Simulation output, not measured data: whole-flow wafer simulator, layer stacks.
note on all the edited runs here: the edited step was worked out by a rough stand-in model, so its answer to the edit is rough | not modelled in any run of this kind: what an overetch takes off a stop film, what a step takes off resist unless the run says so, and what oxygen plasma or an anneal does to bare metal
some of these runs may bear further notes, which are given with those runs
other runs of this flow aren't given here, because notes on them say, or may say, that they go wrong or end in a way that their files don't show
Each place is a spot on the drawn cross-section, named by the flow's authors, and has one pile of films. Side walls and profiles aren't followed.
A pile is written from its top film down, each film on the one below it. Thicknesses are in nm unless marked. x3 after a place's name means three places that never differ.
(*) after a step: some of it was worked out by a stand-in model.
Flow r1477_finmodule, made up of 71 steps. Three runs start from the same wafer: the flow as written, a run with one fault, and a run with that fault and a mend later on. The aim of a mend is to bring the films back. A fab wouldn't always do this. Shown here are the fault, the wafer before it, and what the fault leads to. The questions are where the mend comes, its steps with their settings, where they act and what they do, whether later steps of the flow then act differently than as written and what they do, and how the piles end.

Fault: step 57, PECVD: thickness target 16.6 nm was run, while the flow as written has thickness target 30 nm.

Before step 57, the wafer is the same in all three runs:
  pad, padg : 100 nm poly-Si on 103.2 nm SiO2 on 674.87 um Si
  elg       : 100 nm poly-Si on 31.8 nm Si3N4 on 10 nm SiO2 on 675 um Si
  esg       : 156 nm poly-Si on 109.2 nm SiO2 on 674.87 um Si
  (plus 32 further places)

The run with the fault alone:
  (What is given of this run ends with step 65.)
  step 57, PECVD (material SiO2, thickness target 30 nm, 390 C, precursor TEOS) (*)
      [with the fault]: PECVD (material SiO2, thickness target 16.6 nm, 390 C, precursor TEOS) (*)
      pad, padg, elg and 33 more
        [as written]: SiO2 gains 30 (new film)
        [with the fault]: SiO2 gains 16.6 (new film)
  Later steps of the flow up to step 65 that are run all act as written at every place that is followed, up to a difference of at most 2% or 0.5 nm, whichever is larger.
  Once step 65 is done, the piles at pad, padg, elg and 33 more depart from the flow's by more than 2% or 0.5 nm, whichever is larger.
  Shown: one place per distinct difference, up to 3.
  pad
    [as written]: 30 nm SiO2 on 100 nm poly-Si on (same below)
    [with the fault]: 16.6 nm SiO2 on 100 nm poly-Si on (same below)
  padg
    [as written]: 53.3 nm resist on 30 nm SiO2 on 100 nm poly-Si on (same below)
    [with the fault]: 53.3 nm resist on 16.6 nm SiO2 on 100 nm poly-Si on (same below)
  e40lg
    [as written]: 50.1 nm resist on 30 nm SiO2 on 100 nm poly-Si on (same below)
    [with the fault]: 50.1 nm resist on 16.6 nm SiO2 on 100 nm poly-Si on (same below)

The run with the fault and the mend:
  The mend stands after step 58.
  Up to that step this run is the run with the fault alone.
  step 58a, PECVD (material SiO2, thickness target 13.4 nm, 390 C, precursor TEOS) (*) (the flow's step 57, run once more with other settings)
      pad, padg, elg and 33 more
        SiO2 gains 13.4
  Later steps of the flow that are run all act as written at every place that is followed.
  The piles end the same as the flow's at every place that both follow.
